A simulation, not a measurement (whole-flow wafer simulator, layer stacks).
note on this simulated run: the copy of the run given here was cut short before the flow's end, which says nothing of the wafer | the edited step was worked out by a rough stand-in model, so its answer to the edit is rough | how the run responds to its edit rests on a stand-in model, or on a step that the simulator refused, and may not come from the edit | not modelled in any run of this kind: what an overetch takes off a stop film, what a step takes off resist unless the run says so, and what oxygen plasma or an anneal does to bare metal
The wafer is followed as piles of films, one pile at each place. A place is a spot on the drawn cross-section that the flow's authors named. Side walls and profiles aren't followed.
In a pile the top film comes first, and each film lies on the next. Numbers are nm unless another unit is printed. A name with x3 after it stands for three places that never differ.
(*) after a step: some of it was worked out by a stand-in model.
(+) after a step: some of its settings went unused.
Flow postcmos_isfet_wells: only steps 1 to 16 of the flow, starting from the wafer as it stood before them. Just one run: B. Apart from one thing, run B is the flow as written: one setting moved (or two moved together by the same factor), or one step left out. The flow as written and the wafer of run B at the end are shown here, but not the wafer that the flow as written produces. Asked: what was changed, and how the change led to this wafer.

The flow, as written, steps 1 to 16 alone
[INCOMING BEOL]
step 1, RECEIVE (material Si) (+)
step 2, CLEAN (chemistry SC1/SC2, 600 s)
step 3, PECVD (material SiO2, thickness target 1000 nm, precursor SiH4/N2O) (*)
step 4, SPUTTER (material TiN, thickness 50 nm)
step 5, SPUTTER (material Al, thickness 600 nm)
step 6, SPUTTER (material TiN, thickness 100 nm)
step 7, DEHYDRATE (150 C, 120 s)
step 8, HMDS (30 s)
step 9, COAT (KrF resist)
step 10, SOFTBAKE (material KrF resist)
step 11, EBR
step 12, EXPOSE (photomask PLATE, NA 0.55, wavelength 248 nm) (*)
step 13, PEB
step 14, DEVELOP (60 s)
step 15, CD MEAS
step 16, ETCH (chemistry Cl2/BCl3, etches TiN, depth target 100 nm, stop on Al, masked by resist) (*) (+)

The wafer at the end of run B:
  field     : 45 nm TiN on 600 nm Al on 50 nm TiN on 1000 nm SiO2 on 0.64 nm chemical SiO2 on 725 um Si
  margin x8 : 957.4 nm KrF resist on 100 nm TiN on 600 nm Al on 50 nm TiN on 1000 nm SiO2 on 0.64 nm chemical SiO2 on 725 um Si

Cause: step 16, ETCH: depth target 55 nm was run, though the flow has depth target 100 nm.

The path from the change to this, step by step:
  step 16, ETCH (chemistry Cl2/BCl3, etches TiN, depth target 100 nm, stop on Al, masked by resist) (*) (+)
      field: TiN loses 55 (as written it would have been: TiN loses 100 (all of it))
      margin x8: KrF resist loses 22 (as written it would have been: KrF resist loses 40)
